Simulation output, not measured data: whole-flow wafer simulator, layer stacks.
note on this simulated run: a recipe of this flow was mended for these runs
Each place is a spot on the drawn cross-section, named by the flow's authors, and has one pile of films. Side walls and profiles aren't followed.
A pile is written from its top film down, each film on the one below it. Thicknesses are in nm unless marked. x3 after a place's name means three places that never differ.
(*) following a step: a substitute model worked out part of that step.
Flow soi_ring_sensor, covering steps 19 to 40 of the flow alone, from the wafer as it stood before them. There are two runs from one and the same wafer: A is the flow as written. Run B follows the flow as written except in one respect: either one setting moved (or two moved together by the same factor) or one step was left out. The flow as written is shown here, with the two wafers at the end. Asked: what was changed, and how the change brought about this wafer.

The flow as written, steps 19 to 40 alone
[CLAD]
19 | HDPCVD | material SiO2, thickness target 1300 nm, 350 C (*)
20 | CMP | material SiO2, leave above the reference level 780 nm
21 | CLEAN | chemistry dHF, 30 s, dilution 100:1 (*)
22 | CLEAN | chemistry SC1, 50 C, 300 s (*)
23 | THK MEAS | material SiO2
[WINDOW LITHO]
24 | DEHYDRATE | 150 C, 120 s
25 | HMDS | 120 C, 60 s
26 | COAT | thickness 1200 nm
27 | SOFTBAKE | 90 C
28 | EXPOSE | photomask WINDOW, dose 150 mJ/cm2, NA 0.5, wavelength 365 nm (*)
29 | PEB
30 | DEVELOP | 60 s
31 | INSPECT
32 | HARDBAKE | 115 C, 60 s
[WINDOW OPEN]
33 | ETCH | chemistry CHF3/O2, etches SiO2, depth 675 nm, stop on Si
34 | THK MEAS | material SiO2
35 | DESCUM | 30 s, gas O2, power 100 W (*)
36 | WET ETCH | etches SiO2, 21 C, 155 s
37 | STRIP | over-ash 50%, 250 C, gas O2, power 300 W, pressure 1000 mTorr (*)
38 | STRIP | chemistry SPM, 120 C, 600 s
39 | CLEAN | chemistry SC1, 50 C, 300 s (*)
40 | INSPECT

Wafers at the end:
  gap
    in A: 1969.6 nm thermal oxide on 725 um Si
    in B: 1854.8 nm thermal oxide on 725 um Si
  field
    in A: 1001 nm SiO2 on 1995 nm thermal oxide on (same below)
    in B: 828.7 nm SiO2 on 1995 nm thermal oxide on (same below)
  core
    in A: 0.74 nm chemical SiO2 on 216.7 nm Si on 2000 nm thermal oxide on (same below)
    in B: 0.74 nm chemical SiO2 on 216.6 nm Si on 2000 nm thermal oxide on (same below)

The reason: step 19, HDPCVD: thickness target 832 nm was run, while the flow as written has thickness target 1300 nm.

The path from the change to this, step by step:
  19 | HDPCVD | material SiO2, thickness target 1300 nm, 350 C (*)
      core, gap, window, field, core_clad, gap_clad: A +1300 SiO2 (new film) | B +832 SiO2 (new film)
  20 | CMP | material SiO2, leave above the reference level 780 nm
      gap, window, field, gap_clad: A -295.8 SiO2 | B nothing
      core, core_clad: A -520 SiO2 | B -52 SiO2
  26 | COAT | thickness 1200 nm
      core, core_clad: A +1200 i-line-resist (new film) | B +1050.9 i-line-resist (new film)
      gap, gap_clad: A +1200 i-line-resist (new film) | B +1224.8 i-line-resist (new film)
  27 | SOFTBAKE | 90 C
      core, core_clad: A nothing | B -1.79 i-line-resist
      gap, gap_clad: A nothing | B -2.24 i-line-resist
      (also at 1 further place)
  29 | PEB
      core, core_clad: A -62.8 i-line-resist | B -54.6 i-line-resist
  30 | DEVELOP | 60 s
      core: A -1137.2 i-line-resist (all of it) | B -994.5 i-line-resist (all of it)
  32 | HARDBAKE | 115 C, 60 s
      core_clad: A -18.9 i-line-resist | B -16.2 i-line-resist
  36 | WET ETCH | etches SiO2, 21 C, 155 s
      gap, window: A -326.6 SiO2 (all of it), -25 thermal oxide | B -154.4 SiO2 (all of it), -139.9 thermal oxide
  37 | STRIP | over-ash 50%, 250 C, gas O2, power 300 W, pressure 1000 mTorr (*)
      core_clad: A -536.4 i-line-resist (all of it) | B -396.4 i-line-resist (all of it)
      gap_clad: A -536.4 i-line-resist (all of it) | B -557.5 i-line-resist (all of it)
